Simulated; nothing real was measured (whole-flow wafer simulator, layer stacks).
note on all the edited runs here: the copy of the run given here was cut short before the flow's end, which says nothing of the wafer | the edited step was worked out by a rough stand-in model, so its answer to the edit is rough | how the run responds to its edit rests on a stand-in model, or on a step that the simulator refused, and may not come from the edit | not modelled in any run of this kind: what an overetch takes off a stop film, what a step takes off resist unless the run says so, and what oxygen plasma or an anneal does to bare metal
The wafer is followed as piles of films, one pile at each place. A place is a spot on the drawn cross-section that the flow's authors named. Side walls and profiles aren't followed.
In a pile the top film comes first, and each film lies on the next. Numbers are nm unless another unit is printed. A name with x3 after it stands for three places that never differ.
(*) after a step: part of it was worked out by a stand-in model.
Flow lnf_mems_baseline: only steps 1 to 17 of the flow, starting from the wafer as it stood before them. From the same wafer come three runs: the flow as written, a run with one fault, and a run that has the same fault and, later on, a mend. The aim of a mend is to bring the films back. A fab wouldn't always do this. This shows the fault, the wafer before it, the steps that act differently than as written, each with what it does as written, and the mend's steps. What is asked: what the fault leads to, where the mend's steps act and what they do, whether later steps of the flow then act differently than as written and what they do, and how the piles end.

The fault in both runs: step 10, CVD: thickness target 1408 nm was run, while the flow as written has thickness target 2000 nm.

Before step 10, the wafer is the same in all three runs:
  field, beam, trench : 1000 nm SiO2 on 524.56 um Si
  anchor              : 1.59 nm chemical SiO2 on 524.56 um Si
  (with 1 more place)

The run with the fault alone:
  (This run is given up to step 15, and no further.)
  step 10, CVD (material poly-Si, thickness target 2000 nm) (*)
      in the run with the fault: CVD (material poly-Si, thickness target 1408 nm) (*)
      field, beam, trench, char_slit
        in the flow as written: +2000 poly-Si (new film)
        in the run with the fault: +1408 poly-Si (new film)
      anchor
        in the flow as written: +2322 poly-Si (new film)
        in the run with the fault: +1408 poly-Si (new film)
  Later steps of the flow acting differently than as written (1 other step is not shown; it differs only slightly, by no more than 2% or 0.5 nm, whichever is larger):
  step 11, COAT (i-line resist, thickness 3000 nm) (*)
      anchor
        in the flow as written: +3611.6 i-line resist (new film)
        in the run with the fault: +3907.8 i-line resist (new film)
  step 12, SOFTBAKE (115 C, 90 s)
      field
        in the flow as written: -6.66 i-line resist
        in the run with the fault: -9.27 i-line resist
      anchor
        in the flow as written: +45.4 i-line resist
        in the run with the fault: +63.3 i-line resist
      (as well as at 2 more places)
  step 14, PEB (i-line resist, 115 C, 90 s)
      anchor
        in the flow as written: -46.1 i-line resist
        in the run with the fault: -51.8 i-line resist
  After step 15, at field, anchor, beam, trench, char_slit, the piles differ from the flow's by more than 2% or 0.5 nm, whichever is larger.
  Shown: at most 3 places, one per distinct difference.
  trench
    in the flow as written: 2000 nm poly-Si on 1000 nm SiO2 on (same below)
    in the run with the fault: 1408 nm poly-Si on 1000 nm SiO2 on (same below)
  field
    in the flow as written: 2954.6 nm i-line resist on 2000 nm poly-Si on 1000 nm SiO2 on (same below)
    in the run with the fault: 2950.5 nm i-line resist on 1408 nm poly-Si on 1000 nm SiO2 on (same below)
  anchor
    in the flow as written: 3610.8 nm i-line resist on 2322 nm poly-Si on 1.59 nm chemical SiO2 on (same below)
    in the run with the fault: 3919.2 nm i-line resist on 1408 nm poly-Si on 1.59 nm chemical SiO2 on (same below)

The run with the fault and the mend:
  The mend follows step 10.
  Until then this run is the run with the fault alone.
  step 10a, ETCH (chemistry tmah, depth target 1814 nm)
      field, anchor, beam, trench, char_slit
        -1408 poly-Si (all of it)
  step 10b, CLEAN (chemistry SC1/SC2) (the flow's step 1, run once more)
      alters no film at any place that is followed
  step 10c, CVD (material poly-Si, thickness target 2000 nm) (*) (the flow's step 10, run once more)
      field, beam, trench, char_slit
        +2000 poly-Si (new film)
      anchor
        +2322 poly-Si (new film)
  None of the later steps of the flow acts differently than as written at any place that is followed.
  At every place that both follow, the piles at the end match the flow's.
